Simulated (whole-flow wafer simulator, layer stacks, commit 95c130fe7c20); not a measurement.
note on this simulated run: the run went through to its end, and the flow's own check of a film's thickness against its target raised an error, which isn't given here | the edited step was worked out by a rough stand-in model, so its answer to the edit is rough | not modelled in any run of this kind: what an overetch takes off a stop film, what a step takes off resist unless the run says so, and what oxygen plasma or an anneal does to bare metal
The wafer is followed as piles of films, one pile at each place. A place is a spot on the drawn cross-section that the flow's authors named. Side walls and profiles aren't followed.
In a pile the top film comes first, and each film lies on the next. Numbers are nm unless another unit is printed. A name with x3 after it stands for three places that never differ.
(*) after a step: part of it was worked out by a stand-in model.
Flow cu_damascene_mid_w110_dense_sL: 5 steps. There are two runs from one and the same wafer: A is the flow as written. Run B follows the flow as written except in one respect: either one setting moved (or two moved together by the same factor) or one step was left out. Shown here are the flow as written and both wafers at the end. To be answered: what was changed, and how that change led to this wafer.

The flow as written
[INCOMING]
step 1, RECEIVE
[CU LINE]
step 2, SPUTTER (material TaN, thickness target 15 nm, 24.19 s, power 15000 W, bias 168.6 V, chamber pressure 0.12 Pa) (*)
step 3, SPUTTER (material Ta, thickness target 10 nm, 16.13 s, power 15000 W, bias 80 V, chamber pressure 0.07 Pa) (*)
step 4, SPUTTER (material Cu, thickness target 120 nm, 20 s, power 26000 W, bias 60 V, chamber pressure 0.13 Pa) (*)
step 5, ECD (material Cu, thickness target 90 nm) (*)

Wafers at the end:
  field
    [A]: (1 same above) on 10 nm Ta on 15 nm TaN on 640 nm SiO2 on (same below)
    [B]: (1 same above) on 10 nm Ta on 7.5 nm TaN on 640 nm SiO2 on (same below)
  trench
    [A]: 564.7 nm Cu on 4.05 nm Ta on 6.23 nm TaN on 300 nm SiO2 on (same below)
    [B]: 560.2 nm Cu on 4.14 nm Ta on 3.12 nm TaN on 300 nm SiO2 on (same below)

Cause: step 2, SPUTTER: thickness target 7.5 nm was run, while the flow as written has thickness target 15 nm.
One can read it off the wafer: field has TaN 7.5, and step 2 as written asks for 15 nm.

How this came from the change, step by step:
  step 2, SPUTTER (material TaN, thickness target 15 nm, 24.19 s, power 15000 W, bias 168.6 V, chamber pressure 0.12 Pa) (*)
      field: A +15 TaN (new film) | B +7.5 TaN (new film)
      trench: A +6.23 TaN (new film) | B +3.12 TaN (new film)
  step 4, SPUTTER (material Cu, thickness target 120 nm, 20 s, power 26000 W, bias 60 V, chamber pressure 0.13 Pa) (*)
      trench: A +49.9 Cu (new film) | B +51.2 Cu (new film)
